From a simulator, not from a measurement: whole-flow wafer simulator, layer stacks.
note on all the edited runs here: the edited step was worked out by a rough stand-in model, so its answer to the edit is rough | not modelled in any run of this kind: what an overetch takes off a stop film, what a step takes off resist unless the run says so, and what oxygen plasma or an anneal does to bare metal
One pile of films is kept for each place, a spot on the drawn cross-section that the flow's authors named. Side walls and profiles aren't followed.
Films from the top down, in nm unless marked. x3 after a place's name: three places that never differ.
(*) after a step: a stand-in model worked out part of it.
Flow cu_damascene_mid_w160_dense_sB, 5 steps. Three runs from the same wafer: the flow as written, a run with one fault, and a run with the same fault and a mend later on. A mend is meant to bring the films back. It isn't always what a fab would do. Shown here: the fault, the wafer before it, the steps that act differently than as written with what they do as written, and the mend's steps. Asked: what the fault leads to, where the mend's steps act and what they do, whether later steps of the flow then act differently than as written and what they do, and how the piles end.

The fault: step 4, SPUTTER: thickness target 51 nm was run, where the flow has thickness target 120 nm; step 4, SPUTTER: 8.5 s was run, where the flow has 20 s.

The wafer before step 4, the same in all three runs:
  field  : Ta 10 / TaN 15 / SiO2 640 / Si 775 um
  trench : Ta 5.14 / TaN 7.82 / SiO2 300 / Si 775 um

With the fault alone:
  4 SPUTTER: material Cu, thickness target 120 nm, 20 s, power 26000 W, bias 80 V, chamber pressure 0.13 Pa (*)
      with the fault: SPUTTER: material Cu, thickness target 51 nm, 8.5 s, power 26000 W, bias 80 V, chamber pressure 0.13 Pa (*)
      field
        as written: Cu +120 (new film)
        with the fault: Cu +51 (new film)
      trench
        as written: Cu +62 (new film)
        with the fault: Cu +26.4 (new film)
  Later steps of the flow that act differently than as written:
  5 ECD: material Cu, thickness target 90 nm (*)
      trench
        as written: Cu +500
        with the fault: Cu +466.7
  At the end the piles differ from the flow's by more than 2% or 0.5 nm, whichever is larger, at field, trench.
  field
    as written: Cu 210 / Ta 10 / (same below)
    with the fault: Cu 141 / Ta 10 / (same below)
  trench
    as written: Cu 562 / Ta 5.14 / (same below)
    with the fault: Cu 493 / Ta 5.14 / (same below)

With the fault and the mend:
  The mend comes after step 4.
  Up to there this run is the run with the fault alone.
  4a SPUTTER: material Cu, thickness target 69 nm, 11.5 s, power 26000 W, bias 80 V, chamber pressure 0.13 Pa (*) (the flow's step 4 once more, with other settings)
      field
        Cu +69
      trench
        Cu +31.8
  No later step of the flow acts differently than as written, at any place that is followed, by more than 2% or 0.5 nm, whichever is larger.
  At the end the piles are the same as the flow's at every place that both follow.
